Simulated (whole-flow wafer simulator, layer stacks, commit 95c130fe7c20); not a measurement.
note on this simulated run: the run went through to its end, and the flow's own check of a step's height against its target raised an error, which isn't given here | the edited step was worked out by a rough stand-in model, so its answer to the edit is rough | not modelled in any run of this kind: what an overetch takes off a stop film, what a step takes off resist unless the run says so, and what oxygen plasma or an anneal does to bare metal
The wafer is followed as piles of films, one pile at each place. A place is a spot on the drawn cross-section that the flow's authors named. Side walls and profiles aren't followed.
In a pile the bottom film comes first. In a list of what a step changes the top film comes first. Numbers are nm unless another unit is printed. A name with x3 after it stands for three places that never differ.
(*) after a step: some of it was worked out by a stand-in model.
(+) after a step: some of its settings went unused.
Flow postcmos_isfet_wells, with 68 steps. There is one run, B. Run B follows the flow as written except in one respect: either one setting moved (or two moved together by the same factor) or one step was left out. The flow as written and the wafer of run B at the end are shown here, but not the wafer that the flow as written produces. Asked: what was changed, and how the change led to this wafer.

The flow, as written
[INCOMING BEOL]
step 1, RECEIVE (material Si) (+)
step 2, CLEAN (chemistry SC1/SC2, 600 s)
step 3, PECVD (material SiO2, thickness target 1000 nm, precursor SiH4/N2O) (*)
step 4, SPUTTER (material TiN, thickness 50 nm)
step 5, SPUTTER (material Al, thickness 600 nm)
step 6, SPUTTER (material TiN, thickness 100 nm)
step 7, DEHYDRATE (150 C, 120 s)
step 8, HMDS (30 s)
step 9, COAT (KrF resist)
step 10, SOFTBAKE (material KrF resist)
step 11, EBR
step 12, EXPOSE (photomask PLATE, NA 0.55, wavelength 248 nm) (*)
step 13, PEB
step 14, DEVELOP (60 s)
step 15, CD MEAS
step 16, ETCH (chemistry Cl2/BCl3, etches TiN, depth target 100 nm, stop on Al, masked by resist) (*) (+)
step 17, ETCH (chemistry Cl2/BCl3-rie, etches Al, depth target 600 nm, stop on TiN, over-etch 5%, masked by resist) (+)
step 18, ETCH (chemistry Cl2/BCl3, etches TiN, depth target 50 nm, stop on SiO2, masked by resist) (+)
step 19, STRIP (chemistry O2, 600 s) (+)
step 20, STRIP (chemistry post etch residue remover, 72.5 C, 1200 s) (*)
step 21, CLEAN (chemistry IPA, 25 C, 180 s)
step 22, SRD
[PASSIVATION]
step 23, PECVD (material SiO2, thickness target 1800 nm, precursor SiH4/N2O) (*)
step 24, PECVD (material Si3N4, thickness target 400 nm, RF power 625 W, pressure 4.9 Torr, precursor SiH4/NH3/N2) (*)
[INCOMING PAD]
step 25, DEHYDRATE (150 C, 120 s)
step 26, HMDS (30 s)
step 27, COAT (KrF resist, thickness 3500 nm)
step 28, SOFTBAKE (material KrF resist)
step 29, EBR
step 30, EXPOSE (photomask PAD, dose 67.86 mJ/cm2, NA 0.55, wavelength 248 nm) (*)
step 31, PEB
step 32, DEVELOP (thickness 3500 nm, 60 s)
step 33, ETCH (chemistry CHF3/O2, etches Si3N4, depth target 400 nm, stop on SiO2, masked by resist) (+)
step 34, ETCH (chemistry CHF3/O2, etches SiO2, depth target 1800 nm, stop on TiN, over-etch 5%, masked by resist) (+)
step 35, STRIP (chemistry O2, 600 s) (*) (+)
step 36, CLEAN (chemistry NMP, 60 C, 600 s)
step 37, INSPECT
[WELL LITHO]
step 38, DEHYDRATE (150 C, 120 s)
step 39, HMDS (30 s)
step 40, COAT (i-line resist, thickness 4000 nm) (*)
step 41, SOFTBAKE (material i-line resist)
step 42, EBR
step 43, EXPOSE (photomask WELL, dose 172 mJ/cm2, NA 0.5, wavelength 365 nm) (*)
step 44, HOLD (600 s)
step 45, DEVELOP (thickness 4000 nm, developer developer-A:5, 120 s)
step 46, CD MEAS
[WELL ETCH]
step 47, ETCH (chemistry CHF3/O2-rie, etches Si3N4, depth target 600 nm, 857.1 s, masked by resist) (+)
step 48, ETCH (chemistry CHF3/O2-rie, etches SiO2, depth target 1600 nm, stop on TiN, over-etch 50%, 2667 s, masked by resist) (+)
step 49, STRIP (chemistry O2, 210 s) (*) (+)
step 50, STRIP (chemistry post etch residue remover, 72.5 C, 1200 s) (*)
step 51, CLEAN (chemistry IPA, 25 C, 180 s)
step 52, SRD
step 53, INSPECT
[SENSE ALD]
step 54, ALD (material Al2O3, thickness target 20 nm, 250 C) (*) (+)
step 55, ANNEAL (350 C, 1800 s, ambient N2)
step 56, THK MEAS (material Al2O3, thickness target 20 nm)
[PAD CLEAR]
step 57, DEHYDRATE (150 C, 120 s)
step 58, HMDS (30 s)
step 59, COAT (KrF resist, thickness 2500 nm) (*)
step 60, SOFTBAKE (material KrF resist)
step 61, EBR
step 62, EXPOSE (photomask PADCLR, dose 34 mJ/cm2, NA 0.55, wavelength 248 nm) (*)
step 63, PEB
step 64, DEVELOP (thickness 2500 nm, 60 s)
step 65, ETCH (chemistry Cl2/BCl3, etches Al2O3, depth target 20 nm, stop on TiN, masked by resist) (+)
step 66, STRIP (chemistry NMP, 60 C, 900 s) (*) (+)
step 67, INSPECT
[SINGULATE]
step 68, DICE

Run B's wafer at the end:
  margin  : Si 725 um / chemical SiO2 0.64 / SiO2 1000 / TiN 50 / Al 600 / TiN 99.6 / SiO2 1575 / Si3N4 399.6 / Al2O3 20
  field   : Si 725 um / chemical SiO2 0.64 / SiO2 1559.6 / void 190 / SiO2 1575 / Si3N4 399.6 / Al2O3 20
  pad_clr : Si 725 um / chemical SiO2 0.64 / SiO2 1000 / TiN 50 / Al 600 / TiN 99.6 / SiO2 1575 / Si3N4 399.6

What caused this: step 23, PECVD: thickness target 1575 nm was run, while the flow as written has thickness target 1800 nm.
The wafer itself shows it: margin has SiO2 1575, and step 23 as written asks for 1800 nm.

The path from the change to this, step by step:
  step 23, PECVD (material SiO2, thickness target 1800 nm, precursor SiH4/N2O) (*)
      margin, well900, well1300 x3, pad_rim, pad_clr, pad_open: SiO2 gains 1575 (new film) (it would be, as written: SiO2 gains 1800 (new film))
      field: SiO2 gains 1575 (new film), void gains 190 (new film), SiO2 gains 559.6 (it would be, as written: SiO2 gains 1800 (new film), void gains 189.9 (new film), SiO2 gains 559.7)
  step 34, ETCH (chemistry CHF3/O2, etches SiO2, depth target 1800 nm, stop on TiN, over-etch 5%, masked by resist) (+)
      field, margin, well900, well1300 x3, pad_rim, pad_clr: KrF resist loses 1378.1 (it would be, as written: KrF resist loses 1500)
      pad_open: SiO2 loses 1575 (all of it) (it would be, as written: SiO2 loses 1800 (all of it))
  step 35, STRIP (chemistry O2, 600 s) (*) (+)
      field, margin, well900, well1300 x3, pad_rim, pad_clr: KrF resist loses 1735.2 (all of it) (it would be, as written: KrF resist loses 1613.3 (all of it))
  step 40, COAT (i-line resist, thickness 4000 nm) (*)
      pad_clr: i-line resist gains 3327.2 (new film) (it would be, as written: i-line resist gains 3256.8 (new film))
  step 41, SOFTBAKE (material i-line resist)
      pad_clr: i-line resist loses 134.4 (it would be, as written: i-line resist loses 156.7)
      pad_open: i-line resist gains 105.3 (it would be, as written: i-line resist gains 115.3)
  step 48, ETCH (chemistry CHF3/O2-rie, etches SiO2, depth target 1600 nm, stop on TiN, over-etch 50%, 2667 s, masked by resist) (+)
      well900, well1300 x3: SiO2 loses 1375 (all of it) (it would be, as written: SiO2 loses 1600 (all of it))
  step 49, STRIP (chemistry O2, 210 s) (*) (+)
      pad_clr: i-line resist loses 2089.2 (all of it) (it would be, as written: i-line resist loses 1996.5 (all of it))
      pad_open: i-line resist loses 3725.5 (all of it) (it would be, as written: i-line resist loses 3816.3 (all of it))
  step 59, COAT (KrF resist, thickness 2500 nm) (*)
      field: KrF resist gains 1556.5 (new film) (it would be, as written: KrF resist gains 1449 (new film))
      margin: KrF resist gains 1556.4 (new film) (it would be, as written: KrF resist gains 1448.9 (new film))
      (also at 2 further places)
  step 63, PEB
      field, margin: KrF resist loses 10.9 (it would be, as written: KrF resist loses 10.1)
      pad_clr: KrF resist loses 12.4 (it would be, as written: KrF resist loses 11.8)
  step 64, DEVELOP (thickness 2500 nm, 60 s)
      pad_clr: KrF resist loses 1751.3 (all of it) (it would be, as written: KrF resist loses 1676 (all of it))
  step 66, STRIP (chemistry NMP, 60 C, 900 s) (*) (+)
      field, margin: KrF resist loses 1506.8 (all of it) (it would be, as written: KrF resist loses 1400.1 (all of it))
      pad_rim: KrF resist loses 1974.3 (all of it) (it would be, as written: KrF resist loses 1923.7 (all of it))
